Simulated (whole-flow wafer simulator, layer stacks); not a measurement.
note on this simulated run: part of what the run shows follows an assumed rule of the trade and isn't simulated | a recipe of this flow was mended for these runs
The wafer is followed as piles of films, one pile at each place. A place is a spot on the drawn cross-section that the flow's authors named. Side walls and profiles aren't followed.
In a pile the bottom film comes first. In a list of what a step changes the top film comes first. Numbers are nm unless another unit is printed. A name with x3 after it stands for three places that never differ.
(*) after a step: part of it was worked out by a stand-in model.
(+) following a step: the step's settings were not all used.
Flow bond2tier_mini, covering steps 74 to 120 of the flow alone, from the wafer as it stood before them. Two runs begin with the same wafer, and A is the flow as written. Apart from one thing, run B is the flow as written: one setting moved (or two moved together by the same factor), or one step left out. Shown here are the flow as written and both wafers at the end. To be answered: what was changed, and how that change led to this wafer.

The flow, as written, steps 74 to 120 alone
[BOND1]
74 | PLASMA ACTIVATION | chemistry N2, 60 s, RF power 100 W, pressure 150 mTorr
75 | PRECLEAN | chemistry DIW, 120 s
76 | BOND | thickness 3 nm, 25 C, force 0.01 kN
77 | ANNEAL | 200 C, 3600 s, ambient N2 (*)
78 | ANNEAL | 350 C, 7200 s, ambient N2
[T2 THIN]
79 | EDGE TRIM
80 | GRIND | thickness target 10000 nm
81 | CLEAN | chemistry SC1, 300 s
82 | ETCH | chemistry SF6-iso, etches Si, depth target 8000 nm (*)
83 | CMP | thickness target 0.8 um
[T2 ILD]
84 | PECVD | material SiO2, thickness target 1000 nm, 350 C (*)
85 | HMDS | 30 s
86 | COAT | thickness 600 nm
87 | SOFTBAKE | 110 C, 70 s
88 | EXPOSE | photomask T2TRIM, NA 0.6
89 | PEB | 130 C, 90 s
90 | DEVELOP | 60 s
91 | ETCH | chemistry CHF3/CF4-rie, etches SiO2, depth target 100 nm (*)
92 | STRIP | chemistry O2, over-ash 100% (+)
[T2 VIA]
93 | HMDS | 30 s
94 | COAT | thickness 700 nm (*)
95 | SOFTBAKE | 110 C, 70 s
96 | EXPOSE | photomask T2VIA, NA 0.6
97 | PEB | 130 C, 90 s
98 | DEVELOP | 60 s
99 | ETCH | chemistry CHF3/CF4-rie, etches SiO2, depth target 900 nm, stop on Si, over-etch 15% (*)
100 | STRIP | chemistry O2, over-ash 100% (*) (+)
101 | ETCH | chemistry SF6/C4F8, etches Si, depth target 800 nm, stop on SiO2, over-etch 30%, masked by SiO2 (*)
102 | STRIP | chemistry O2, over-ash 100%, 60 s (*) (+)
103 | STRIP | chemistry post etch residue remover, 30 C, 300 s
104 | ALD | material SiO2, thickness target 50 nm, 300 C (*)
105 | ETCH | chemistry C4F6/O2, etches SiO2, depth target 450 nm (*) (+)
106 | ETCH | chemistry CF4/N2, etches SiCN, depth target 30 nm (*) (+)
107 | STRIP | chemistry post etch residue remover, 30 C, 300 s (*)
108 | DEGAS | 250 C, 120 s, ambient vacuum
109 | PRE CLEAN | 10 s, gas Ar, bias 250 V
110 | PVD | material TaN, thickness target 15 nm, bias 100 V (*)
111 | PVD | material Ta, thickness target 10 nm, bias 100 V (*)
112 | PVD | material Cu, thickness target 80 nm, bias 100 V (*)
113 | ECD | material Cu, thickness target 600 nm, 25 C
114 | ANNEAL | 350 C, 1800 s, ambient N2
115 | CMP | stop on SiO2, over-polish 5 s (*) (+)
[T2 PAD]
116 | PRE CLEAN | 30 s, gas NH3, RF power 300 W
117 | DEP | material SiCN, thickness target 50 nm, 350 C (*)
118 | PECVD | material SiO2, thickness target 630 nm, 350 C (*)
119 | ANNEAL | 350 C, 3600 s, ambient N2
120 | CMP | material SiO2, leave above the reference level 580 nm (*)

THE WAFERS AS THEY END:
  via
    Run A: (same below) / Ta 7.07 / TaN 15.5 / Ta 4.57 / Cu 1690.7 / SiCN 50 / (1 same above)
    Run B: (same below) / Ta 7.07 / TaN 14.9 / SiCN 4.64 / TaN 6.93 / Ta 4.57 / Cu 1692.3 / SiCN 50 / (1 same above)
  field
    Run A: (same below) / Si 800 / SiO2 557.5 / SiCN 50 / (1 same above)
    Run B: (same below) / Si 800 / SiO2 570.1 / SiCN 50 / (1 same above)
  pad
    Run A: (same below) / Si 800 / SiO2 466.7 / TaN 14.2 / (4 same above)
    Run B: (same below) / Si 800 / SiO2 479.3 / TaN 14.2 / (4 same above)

Cause: step 106, ETCH: depth target 11.1 nm was run, though the flow has depth target 30 nm.

The path from the change to this, step by step:
  106 | ETCH | chemistry CF4/N2, etches SiCN, depth target 30 nm (*) (+)
      via: A -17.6 SiCN (all of it), -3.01 TaN | B -11.1 SiCN
      field, pad: A -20 SiO2 | B -7.4 SiO2
  109 | PRE CLEAN | 10 s, gas Ar, bias 250 V
      via: A -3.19 TaN | B -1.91 SiCN
  110 | PVD | material TaN, thickness target 15 nm, bias 100 V (*)
      via: A +6.94 TaN | B +6.93 TaN (new film)
With metal films that touch counted as one body, via has 2 bodies (between them, from the top down: SiCN 4.64); the flow as written gives 1 body.
